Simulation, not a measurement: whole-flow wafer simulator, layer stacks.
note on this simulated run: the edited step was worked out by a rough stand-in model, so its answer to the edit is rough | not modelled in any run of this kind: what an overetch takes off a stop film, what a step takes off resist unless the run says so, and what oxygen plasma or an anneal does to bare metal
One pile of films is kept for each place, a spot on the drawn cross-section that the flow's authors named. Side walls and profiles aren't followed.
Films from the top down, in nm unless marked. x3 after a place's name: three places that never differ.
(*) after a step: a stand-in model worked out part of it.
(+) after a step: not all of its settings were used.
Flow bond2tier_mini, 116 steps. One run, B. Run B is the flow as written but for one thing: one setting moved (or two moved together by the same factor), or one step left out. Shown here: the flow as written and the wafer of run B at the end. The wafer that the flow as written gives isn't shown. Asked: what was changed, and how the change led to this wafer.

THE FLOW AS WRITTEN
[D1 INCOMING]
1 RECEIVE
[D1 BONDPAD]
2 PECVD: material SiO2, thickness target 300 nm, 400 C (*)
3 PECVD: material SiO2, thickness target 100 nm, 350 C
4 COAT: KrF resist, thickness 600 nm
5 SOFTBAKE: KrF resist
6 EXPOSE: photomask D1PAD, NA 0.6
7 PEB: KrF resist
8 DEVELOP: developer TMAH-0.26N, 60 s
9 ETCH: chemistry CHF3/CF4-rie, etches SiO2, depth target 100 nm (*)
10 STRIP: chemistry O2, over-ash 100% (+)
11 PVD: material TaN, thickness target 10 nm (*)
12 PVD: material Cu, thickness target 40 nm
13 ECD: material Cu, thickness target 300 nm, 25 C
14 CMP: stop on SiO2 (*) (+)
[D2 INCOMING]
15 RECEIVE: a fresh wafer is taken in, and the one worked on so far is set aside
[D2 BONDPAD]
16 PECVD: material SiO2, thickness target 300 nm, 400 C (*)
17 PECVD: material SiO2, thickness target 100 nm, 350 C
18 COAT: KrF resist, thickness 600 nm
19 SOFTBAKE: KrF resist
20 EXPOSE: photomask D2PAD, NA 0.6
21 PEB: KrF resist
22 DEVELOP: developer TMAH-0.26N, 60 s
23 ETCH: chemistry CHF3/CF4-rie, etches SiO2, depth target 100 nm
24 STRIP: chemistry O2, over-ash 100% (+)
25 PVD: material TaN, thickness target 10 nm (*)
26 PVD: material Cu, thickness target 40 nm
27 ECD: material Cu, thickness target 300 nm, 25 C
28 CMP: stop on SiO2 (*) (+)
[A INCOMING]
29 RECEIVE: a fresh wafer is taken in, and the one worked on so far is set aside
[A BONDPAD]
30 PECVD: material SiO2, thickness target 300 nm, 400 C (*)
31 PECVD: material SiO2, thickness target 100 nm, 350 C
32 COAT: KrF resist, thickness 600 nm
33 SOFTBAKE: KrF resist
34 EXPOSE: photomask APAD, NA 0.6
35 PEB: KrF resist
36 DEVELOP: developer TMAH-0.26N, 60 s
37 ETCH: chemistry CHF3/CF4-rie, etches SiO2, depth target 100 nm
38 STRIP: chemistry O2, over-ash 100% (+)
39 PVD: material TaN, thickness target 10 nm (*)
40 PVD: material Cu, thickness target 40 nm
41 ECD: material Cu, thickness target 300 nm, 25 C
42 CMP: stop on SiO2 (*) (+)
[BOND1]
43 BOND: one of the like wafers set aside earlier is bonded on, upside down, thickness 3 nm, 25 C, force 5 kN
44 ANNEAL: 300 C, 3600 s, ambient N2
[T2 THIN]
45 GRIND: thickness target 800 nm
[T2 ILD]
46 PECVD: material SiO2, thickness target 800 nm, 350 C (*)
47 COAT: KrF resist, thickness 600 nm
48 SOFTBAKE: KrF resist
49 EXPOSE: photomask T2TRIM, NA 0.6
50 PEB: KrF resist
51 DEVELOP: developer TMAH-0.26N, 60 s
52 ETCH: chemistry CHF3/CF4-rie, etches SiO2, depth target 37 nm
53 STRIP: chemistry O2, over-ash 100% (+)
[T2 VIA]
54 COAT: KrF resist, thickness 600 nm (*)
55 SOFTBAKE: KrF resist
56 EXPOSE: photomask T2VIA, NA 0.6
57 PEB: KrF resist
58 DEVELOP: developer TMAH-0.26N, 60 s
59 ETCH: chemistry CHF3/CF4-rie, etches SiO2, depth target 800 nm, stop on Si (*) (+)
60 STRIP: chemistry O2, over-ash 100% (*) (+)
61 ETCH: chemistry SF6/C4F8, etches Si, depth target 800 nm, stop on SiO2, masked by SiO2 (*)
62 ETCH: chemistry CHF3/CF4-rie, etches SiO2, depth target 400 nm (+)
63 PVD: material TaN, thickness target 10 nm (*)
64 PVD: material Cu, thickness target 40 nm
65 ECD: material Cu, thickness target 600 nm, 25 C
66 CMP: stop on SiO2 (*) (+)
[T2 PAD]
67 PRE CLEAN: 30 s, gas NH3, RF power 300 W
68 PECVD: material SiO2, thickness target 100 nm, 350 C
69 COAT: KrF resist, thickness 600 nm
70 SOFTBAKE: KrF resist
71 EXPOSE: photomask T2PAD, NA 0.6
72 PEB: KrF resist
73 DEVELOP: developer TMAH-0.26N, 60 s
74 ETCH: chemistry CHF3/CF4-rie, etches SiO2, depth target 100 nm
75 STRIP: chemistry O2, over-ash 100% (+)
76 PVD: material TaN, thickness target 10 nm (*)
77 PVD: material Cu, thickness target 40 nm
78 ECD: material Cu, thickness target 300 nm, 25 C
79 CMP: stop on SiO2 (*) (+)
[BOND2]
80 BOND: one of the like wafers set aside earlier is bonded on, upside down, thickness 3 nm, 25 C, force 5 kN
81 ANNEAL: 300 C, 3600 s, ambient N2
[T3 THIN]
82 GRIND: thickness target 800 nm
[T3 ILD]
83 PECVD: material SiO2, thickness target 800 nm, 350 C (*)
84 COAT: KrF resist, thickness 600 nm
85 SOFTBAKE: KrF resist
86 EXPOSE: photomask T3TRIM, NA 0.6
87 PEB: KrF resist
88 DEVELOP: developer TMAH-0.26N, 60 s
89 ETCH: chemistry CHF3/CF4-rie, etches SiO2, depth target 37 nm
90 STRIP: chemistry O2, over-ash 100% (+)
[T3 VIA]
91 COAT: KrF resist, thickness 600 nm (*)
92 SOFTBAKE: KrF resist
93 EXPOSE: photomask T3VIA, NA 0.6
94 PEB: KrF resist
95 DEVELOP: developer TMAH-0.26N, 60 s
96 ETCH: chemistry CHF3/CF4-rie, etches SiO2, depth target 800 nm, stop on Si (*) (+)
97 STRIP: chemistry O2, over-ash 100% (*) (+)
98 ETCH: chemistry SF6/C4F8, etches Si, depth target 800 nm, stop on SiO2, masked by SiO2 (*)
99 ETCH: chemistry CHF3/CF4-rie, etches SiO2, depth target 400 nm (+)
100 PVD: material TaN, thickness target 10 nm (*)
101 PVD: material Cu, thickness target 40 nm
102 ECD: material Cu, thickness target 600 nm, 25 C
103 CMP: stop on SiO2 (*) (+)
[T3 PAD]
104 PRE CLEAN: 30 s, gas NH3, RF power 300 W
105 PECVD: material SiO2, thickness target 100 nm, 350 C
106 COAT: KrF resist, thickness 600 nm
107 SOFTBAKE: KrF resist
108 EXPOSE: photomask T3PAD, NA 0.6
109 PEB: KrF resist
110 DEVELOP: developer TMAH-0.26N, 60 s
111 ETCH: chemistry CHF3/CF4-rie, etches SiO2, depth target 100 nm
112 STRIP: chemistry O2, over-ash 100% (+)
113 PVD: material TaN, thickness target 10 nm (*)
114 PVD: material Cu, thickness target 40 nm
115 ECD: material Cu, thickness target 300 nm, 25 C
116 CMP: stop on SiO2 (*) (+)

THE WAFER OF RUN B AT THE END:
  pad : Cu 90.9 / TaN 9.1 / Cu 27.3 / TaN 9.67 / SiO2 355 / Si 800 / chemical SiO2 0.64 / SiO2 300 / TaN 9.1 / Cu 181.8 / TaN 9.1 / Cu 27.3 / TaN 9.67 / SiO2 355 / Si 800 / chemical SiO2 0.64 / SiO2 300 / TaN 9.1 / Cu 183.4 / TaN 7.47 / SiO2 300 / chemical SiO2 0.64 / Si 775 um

The cause: step 39, PVD: thickness target 8.2 nm was run, where the flow has thickness target 10 nm.

How the change led to this, step by step:
  39 PVD: material TaN, thickness target 10 nm (*)
      field: TaN +8.2 (new film) (as written it would be: TaN +10 (new film))
      pad: TaN +7.47 (new film) (as written it would be: TaN +9.1 (new film))
      (and at 1 more place)
  42 CMP: stop on SiO2 (*) (+)
      field: Cu -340 (all of it), TaN -8.2 (all of it) (as written it would be: Cu -340 (all of it), TaN -10 (all of it))
